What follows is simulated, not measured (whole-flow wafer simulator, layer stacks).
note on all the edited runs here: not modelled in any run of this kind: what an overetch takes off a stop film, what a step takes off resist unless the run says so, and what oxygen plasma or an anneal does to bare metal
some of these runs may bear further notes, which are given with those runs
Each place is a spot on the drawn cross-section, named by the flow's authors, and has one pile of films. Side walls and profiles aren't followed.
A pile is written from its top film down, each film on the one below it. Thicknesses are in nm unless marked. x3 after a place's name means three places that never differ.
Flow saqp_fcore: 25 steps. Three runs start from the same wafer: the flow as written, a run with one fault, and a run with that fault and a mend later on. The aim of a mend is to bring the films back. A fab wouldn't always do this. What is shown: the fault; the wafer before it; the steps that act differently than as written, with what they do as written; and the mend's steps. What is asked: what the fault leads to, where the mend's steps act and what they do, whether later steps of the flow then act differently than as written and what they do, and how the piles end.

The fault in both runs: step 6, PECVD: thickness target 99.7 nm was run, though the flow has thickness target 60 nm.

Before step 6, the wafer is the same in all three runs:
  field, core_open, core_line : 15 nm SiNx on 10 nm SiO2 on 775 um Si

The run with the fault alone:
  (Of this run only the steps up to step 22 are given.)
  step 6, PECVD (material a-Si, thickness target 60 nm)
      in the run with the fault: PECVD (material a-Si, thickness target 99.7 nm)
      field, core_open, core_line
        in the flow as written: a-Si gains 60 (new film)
        in the run with the fault: a-Si gains 99.7 (new film)
  Later steps of the flow up to step 22 that are run all act as written at every place that is followed.
  After step 22, at field, core_open, core_line, the piles differ from the flow's by more than 2% or 0.5 nm, whichever is larger.
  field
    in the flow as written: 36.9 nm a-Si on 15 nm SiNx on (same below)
    in the run with the fault: 76.6 nm a-Si on 15 nm SiNx on (same below)
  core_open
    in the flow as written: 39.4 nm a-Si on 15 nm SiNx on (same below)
    in the run with the fault: 79.1 nm a-Si on 15 nm SiNx on (same below)
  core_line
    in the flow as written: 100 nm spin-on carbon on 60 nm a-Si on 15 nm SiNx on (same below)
    in the run with the fault: 100 nm spin-on carbon on 99.7 nm a-Si on 15 nm SiNx on (same below)

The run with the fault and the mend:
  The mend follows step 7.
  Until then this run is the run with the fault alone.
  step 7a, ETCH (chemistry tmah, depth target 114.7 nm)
      field, core_open, core_line
        a-Si loses 99.7 (all of it)
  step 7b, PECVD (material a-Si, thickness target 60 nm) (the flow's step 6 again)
      field, core_open, core_line
        a-Si gains 60 (new film)
  Later steps of the flow that are run all act as written at every place that is followed.
  At every place that both follow, the piles at the end match the flow's.
